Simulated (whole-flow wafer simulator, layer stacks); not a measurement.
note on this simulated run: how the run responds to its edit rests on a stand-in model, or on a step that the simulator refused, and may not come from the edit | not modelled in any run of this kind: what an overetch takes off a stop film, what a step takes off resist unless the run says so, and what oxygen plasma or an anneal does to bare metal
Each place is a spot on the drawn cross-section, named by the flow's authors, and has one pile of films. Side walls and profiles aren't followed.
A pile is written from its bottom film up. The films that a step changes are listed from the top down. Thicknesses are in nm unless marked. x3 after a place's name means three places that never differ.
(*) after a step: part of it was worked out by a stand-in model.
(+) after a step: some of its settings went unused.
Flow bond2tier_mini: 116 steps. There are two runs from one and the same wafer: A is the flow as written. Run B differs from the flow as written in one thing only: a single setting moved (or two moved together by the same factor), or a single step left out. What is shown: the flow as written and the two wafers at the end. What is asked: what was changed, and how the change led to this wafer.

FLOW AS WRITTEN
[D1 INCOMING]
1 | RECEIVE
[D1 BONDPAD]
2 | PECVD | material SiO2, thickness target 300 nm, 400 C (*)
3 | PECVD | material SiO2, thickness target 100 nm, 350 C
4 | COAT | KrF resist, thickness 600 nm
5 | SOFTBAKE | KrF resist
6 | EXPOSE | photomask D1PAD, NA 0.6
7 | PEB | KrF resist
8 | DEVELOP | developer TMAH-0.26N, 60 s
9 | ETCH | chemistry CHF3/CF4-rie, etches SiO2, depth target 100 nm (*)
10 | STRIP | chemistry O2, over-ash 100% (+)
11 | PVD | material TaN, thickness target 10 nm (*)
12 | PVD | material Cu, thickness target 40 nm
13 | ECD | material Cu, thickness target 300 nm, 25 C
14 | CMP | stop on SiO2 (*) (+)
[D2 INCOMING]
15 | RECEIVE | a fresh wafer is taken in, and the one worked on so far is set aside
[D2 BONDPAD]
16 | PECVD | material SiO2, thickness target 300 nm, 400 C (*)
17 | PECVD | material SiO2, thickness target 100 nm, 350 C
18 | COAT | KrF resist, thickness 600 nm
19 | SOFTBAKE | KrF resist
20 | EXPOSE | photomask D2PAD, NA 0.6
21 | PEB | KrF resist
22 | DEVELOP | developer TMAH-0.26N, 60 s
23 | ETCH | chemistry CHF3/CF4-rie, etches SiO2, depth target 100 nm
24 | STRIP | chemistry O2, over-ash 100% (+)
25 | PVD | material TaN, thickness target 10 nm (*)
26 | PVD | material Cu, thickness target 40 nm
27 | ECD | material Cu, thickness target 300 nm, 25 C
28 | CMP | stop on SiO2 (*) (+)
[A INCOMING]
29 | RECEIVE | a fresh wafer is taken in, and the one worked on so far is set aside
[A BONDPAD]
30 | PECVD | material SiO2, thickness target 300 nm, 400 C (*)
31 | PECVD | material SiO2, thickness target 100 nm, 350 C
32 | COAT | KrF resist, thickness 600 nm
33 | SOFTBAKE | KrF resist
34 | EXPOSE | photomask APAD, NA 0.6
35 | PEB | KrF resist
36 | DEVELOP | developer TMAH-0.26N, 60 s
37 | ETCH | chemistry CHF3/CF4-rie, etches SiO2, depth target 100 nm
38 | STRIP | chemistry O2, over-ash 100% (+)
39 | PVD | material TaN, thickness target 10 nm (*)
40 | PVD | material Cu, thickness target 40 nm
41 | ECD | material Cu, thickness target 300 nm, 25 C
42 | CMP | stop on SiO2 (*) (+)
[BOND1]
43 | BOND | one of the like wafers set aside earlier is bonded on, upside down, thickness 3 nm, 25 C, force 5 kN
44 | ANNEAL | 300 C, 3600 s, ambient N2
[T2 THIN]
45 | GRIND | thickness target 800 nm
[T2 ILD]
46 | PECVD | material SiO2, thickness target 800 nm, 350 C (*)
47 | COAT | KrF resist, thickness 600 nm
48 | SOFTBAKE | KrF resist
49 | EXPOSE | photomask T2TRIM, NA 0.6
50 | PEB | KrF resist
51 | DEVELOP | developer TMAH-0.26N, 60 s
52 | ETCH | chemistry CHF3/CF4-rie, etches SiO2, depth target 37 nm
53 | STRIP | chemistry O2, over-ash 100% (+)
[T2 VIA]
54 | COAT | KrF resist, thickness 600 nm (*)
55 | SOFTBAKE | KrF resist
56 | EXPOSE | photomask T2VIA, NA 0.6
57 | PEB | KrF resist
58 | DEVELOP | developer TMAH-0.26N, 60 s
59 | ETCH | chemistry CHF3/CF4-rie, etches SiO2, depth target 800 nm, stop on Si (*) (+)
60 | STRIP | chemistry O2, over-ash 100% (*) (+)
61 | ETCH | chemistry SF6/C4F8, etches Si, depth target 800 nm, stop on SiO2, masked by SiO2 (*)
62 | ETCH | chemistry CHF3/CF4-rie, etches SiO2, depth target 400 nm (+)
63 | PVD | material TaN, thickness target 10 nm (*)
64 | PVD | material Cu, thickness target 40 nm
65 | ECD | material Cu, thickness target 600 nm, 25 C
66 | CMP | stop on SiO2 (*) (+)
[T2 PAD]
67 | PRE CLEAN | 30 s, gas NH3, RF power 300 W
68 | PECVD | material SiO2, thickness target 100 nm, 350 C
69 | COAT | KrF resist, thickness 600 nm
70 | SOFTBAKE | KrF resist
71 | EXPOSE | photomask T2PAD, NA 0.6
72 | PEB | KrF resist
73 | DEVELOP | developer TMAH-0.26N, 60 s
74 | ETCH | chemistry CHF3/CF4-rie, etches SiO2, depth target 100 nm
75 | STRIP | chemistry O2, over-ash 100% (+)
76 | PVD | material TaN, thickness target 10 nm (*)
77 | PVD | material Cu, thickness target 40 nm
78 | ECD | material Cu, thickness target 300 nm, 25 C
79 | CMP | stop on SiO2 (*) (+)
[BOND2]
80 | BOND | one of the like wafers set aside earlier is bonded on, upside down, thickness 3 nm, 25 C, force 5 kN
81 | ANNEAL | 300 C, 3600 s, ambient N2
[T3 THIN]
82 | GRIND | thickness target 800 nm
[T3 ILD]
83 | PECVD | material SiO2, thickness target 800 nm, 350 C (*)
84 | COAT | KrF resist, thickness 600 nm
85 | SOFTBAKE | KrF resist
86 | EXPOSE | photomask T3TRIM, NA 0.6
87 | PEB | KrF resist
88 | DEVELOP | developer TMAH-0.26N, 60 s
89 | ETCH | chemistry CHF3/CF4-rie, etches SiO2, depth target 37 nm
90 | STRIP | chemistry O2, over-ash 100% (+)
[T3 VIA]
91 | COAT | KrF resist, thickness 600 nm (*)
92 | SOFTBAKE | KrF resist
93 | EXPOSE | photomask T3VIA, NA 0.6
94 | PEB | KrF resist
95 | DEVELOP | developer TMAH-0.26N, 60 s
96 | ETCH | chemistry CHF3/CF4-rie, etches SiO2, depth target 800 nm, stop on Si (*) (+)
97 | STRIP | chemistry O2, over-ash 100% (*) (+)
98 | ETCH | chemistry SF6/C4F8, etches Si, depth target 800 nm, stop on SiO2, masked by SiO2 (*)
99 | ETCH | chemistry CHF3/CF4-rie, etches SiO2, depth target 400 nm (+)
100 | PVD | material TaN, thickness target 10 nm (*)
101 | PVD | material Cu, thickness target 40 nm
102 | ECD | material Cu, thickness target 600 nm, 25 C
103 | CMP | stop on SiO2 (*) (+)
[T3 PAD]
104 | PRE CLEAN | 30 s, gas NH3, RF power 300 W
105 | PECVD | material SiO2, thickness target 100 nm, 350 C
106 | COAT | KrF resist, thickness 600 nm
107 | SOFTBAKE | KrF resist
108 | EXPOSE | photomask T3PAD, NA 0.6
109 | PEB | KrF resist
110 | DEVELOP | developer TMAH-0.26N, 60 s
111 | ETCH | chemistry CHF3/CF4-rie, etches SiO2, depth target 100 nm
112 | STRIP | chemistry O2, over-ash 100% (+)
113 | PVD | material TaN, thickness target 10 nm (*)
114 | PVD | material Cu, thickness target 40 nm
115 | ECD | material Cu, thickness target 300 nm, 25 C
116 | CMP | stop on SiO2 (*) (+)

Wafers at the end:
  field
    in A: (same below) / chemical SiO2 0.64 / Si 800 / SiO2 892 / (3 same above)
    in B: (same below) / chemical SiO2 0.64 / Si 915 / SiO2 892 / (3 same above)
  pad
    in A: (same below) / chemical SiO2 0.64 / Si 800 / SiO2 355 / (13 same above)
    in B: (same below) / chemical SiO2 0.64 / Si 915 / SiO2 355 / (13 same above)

Cause: step 45, GRIND: thickness target 915 nm was run, while the flow as written has thickness target 800 nm.
One can read it off the wafer: field has Si 915, and step 45 as written asks for 800 nm.

Step by step, how the change led to this:
  45 | GRIND | thickness target 800 nm
      field, pad, via: A -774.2 um Si | B -774.09 um Si
